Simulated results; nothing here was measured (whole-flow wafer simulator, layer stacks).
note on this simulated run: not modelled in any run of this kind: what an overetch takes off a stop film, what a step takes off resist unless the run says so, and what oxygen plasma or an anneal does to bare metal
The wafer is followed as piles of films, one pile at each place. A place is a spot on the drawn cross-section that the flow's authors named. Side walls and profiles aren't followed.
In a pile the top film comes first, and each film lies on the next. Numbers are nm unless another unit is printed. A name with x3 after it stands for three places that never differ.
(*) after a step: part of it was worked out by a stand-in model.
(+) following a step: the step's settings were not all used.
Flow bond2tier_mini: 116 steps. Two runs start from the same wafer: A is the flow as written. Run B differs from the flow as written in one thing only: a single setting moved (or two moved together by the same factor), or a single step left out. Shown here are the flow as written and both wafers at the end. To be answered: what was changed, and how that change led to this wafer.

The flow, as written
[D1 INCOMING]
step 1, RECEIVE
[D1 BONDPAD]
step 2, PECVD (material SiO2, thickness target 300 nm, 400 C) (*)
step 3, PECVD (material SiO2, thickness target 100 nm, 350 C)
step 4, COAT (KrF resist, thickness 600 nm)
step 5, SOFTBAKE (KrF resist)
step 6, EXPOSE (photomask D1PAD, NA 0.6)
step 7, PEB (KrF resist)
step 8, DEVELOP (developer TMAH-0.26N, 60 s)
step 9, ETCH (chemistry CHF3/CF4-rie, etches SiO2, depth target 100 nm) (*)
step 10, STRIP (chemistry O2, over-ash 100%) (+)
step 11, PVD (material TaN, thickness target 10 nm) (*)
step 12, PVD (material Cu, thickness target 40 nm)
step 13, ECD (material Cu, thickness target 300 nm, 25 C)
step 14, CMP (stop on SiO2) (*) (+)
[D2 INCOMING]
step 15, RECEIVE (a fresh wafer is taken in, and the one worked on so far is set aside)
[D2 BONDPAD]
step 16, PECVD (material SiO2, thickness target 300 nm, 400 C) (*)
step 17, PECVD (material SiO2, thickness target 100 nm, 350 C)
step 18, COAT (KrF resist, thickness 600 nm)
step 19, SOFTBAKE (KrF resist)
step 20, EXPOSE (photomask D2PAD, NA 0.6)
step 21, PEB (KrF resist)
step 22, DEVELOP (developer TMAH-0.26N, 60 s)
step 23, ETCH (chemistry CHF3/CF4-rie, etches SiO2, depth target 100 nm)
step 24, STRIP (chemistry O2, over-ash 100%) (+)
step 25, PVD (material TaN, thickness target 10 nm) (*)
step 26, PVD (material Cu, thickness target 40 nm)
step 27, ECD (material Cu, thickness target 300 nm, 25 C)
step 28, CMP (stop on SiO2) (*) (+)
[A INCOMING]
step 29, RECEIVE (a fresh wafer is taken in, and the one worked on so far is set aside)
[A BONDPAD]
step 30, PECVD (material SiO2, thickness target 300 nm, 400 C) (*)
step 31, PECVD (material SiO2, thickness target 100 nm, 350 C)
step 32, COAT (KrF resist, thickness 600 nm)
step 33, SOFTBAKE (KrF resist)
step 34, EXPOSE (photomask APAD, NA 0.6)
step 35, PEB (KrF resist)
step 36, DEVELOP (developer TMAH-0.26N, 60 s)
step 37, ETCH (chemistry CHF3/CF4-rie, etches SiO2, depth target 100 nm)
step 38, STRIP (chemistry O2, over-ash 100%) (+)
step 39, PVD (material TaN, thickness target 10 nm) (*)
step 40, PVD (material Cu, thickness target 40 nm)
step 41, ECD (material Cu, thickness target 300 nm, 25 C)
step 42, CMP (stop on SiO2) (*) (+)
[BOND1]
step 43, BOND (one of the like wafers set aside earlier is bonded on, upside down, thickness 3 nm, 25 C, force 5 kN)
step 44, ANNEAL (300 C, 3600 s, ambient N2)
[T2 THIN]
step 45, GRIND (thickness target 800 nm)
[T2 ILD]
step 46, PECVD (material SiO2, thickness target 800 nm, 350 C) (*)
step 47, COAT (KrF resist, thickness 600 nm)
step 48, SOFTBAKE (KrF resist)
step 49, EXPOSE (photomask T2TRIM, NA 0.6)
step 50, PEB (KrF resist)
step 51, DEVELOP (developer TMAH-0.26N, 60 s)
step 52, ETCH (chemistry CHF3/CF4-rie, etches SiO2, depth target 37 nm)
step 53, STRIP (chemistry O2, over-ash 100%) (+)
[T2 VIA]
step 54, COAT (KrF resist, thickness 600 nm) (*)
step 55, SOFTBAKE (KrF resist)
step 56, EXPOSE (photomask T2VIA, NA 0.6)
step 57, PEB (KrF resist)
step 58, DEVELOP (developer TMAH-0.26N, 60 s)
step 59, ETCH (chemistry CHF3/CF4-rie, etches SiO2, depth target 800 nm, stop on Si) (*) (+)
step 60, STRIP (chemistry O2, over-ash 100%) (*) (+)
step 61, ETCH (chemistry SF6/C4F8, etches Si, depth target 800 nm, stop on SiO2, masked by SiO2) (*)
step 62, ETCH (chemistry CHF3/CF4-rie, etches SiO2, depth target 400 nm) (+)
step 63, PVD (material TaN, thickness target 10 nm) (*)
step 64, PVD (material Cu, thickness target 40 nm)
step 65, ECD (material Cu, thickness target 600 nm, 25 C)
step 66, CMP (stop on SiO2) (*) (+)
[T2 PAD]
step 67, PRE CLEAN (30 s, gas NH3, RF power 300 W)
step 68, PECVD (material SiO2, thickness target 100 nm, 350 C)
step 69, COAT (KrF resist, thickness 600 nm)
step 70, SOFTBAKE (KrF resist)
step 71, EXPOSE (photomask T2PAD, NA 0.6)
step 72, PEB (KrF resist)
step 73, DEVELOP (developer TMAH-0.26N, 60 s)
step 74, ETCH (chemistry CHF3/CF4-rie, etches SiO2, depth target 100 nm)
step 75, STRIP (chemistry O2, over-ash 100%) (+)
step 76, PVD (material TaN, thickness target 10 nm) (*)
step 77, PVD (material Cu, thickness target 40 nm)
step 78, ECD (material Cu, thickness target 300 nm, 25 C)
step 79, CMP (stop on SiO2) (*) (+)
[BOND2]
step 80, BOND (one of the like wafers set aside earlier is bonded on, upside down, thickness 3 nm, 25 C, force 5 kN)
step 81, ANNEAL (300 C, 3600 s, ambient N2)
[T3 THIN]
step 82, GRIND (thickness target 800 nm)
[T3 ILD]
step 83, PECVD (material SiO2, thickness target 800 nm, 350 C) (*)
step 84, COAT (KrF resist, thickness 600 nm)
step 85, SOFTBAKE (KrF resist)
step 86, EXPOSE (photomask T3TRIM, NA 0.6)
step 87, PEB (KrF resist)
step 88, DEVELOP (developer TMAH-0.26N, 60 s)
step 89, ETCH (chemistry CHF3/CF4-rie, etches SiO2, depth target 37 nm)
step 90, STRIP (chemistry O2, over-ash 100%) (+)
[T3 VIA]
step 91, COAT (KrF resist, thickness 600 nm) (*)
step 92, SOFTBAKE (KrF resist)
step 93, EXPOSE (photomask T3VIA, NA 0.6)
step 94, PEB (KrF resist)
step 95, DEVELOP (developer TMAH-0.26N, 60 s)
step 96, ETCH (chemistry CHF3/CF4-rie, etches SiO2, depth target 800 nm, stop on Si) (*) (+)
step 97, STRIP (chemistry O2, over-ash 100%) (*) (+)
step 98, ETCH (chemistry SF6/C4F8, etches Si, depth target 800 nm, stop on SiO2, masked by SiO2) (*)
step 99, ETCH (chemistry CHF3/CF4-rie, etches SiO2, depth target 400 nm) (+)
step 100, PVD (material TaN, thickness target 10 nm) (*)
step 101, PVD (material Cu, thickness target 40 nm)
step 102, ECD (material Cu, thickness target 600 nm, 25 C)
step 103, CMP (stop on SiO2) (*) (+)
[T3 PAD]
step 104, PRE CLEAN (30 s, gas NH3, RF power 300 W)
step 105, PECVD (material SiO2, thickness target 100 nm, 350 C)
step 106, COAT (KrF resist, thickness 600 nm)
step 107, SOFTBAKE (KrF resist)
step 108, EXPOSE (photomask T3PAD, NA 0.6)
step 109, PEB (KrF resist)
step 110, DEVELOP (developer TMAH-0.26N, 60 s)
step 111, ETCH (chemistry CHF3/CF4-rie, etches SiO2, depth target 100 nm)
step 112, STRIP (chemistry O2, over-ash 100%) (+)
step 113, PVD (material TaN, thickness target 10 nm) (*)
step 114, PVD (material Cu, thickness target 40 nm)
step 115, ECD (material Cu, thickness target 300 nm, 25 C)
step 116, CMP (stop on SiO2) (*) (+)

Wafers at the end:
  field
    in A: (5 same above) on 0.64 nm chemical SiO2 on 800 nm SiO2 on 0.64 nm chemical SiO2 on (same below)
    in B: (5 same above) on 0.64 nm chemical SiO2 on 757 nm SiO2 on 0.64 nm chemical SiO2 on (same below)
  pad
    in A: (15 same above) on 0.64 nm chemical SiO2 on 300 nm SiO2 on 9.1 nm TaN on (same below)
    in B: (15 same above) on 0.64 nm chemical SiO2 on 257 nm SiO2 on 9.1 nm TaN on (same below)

Cause: step 3, PECVD: thickness target 57 nm was run, whereas the flow has thickness target 100 nm.

How this came from the change, step by step:
  step 3, PECVD (material SiO2, thickness target 100 nm, 350 C)
      field, pad, via: A +100 SiO2 | B +57 SiO2
  step 43, BOND (one of the like wafers set aside earlier is bonded on, upside down, thickness 3 nm, 25 C, force 5 kN)
      field: A +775 um Si (new film), +0.64 chemical SiO2 (new film), +400 SiO2 | B +775 um Si (new film), +0.64 chemical SiO2 (new film), +357 SiO2
      pad: A +775 um Si (new film), +0.64 chemical SiO2 (new film), +300 SiO2 (new film), +9.1 TaN (new film), +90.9 Cu | B +775 um Si (new film), +0.64 chemical SiO2 (new film), +257 SiO2 (new film), +9.1 TaN (new film), +90.9 Cu
      (as well as at 1 more place)
